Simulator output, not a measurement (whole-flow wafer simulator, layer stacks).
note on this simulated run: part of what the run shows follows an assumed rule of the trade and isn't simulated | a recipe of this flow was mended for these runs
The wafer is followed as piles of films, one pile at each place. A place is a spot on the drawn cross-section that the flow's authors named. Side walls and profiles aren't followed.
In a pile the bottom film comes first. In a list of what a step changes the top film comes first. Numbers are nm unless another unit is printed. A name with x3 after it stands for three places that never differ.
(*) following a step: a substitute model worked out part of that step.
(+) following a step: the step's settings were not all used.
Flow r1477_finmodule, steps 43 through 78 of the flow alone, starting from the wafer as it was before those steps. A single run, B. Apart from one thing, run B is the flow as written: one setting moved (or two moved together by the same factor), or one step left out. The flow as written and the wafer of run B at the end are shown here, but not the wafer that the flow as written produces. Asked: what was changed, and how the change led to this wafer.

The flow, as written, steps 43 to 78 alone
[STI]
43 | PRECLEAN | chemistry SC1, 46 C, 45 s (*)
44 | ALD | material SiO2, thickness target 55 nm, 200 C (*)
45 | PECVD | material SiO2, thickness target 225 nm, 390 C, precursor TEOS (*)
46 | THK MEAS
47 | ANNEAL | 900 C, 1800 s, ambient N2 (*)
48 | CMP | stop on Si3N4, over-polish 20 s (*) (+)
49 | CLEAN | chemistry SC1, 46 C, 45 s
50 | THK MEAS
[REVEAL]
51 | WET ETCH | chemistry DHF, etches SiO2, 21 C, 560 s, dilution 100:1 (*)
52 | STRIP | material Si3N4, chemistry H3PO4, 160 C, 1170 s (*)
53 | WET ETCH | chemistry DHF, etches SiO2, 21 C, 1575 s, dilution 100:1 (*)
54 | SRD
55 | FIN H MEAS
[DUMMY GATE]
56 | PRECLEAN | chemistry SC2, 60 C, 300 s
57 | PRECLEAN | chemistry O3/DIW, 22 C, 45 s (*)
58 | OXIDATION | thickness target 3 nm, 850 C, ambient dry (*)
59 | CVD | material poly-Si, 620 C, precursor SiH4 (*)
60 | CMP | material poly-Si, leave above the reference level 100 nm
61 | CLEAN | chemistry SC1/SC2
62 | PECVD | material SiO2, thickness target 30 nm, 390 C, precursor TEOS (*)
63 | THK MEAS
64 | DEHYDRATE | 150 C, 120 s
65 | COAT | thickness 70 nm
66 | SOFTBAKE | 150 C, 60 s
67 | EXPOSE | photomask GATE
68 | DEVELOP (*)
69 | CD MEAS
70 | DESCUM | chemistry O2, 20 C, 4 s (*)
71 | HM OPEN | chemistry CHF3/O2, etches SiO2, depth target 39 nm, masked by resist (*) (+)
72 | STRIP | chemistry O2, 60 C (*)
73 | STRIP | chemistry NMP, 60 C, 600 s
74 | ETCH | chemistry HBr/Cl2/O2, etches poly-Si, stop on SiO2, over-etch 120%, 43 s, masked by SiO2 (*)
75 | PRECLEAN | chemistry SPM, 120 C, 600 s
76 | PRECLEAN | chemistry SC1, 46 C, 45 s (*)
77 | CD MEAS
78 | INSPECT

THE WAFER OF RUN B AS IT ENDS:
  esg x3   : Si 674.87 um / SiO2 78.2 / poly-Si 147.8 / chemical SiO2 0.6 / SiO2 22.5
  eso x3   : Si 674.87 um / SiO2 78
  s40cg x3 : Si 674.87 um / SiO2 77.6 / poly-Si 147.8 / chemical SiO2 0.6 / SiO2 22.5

The reason: step 51, WET ETCH: 22.5 C was run, while the flow as written has 21 C.

How this came from the change, step by step:
  51 | WET ETCH | chemistry DHF, etches SiO2, 21 C, 560 s, dilution 100:1 (*)
      esg x3, e200sg, s40cg x3, s40sg x3, eso x3, e200so, s40co x3, s40so x3: -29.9 SiO2 (as written it would have been: -28.1 SiO2)
      pad, padg: -32.4 SiO2 (as written it would have been: -30.5 SiO2)
  60 | CMP | material poly-Si, leave above the reference level 100 nm
      pad, padg: -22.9 poly-Si (as written it would have been: -24.8 poly-Si)
